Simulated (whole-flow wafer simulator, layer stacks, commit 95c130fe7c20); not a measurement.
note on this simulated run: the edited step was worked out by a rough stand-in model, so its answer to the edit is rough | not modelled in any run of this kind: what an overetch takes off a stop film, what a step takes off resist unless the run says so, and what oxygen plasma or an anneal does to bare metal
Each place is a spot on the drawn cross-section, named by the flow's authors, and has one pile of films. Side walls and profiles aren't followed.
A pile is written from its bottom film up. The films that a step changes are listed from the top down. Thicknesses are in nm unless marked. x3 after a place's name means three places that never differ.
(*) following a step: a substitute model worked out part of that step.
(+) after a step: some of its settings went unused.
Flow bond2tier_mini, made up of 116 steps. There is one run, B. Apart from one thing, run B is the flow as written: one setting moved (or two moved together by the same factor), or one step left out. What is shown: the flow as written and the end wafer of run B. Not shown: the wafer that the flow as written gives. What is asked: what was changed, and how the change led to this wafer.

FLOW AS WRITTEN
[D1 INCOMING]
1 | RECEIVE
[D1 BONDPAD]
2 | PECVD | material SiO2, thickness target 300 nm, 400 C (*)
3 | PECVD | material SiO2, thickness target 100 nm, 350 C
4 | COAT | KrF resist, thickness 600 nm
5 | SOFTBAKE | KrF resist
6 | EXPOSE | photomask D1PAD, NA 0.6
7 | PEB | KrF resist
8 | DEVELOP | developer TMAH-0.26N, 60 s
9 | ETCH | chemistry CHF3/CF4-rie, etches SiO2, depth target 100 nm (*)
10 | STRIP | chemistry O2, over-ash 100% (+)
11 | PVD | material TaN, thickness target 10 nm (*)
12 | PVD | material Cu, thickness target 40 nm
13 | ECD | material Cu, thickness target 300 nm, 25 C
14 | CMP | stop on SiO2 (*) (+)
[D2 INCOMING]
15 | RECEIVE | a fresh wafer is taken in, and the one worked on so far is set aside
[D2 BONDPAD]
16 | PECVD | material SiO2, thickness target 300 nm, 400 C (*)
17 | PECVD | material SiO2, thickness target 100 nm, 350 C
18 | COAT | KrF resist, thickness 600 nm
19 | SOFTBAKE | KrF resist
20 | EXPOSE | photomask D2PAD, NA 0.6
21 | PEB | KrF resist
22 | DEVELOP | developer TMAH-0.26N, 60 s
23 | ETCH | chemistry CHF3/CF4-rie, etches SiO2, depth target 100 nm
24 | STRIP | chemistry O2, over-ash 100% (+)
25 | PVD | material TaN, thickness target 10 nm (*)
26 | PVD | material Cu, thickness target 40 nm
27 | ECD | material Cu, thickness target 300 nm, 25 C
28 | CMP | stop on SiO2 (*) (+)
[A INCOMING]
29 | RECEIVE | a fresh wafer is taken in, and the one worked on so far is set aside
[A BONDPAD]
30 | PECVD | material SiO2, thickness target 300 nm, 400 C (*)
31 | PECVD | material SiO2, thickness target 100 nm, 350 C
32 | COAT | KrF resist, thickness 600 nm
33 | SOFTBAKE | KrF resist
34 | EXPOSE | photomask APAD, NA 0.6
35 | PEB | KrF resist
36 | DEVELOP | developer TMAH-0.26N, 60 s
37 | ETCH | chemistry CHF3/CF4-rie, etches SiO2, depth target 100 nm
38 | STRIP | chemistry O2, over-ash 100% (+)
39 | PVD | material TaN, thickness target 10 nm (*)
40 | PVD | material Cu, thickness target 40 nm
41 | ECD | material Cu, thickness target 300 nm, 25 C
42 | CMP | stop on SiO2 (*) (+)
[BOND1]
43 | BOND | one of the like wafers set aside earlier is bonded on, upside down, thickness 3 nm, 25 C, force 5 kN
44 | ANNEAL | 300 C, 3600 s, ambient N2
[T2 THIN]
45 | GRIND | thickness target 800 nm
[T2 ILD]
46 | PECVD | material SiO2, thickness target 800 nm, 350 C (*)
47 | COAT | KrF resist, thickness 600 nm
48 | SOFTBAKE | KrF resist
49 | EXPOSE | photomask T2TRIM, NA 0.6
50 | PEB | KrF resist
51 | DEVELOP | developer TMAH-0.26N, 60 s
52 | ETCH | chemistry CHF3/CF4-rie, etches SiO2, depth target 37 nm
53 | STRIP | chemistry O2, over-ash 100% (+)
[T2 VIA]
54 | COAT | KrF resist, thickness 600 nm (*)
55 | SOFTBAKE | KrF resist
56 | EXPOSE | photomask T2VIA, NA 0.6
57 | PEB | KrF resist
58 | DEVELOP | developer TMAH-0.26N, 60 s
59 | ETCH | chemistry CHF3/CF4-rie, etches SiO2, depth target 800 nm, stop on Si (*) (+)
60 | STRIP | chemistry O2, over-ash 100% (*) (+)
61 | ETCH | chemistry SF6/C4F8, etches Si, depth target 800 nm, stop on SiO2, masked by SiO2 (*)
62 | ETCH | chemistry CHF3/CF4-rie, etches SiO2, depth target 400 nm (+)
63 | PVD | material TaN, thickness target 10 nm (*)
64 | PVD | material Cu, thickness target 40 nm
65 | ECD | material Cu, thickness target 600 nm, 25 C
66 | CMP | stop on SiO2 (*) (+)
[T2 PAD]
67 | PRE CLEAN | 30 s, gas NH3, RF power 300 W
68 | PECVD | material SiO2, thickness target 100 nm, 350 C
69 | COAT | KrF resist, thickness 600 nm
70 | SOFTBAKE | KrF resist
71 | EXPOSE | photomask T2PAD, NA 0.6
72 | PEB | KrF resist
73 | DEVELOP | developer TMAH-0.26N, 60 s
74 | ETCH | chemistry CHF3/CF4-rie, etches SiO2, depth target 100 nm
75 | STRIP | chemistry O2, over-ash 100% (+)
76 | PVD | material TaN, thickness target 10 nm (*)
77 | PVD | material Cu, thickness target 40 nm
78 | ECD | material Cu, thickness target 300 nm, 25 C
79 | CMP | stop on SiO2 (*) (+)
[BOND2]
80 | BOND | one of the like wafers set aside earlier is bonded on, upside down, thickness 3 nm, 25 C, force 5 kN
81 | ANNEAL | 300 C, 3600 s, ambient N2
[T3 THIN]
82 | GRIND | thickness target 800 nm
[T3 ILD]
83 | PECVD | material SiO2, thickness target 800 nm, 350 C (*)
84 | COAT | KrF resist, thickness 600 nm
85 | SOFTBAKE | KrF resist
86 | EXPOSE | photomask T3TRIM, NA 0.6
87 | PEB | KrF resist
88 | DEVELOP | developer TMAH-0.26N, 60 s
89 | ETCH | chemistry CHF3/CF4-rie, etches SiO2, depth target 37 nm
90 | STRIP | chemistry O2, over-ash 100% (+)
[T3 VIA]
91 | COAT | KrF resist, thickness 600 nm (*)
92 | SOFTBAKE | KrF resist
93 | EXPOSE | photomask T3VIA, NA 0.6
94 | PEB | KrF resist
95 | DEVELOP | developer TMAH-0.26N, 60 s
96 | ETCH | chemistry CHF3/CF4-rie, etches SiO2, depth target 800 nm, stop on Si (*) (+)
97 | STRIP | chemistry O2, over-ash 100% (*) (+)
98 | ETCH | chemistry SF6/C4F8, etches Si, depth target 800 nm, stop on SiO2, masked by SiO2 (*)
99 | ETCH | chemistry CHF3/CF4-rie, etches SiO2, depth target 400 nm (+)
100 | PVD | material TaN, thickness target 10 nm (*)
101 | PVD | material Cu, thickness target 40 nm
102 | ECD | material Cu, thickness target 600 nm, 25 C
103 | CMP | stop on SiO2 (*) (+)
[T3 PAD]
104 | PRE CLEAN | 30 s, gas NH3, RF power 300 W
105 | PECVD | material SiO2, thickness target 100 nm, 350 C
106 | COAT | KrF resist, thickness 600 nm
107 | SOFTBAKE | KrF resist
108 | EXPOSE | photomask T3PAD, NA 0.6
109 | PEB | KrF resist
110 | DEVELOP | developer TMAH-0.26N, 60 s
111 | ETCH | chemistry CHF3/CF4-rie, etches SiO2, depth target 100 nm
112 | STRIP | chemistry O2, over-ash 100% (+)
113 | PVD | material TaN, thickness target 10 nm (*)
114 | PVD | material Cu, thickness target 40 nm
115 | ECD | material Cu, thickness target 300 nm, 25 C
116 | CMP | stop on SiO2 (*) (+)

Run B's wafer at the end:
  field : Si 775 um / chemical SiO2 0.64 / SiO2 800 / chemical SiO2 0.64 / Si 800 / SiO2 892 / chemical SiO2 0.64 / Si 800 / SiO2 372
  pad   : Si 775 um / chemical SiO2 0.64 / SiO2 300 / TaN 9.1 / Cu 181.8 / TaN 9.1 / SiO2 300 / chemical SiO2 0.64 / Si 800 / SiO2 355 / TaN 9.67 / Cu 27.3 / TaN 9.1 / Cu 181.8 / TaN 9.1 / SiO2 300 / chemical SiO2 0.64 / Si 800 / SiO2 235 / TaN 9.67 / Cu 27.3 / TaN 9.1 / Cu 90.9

What caused this: step 83, PECVD: thickness target 680 nm was run, though the flow has thickness target 800 nm.

How this came from the change, step by step:
  83 | PECVD | material SiO2, thickness target 800 nm, 350 C (*)
      field, pad: SiO2 gains 680 (new film) (as written it would have been: SiO2 gains 800 (new film))
